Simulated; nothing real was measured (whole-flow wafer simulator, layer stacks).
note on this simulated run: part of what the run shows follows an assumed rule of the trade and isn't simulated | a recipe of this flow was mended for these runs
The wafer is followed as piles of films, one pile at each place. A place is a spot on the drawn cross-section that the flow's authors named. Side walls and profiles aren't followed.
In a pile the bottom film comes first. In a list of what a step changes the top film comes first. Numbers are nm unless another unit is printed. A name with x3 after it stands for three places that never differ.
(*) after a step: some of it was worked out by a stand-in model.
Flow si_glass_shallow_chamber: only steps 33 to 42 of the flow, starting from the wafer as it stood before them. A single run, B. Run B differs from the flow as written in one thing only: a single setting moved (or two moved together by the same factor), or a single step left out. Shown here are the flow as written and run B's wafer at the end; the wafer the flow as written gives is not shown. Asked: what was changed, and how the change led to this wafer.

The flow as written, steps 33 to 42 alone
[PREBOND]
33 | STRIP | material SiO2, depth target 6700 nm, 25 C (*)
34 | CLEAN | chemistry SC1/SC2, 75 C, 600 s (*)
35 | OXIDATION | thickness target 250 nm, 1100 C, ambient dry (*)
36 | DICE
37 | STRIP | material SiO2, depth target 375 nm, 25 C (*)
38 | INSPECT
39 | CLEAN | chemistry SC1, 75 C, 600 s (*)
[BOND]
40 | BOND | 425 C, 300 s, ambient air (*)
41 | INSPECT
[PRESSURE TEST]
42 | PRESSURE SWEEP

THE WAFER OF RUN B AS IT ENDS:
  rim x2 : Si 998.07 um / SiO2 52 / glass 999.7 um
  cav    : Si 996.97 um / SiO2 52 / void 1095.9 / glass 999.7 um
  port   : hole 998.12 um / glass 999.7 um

Cause: step 37, STRIP: depth target 150 nm was run, while the flow as written has depth target 375 nm.

The path from the change to this, step by step:
  37 | STRIP | material SiO2, depth target 375 nm, 25 C (*)
      rim x2, cav, septum, ring: SiO2 loses 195 (in the flow as written it would be: SiO2 loses 250 (all of it))
  39 | CLEAN | chemistry SC1, 75 C, 600 s (*)
      rim x2, cav, septum, ring: SiO2 loses 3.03 (in the flow as written it would be: chemical SiO2 gains 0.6 (new film), Si loses 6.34)
  40 | BOND | 425 C, 300 s, ambient air (*)
      port: glass gains 999.7 um (new film), hole gains 1075 (in the flow as written it would be: glass gains 999.7 um (new film), hole gains 1017.3)
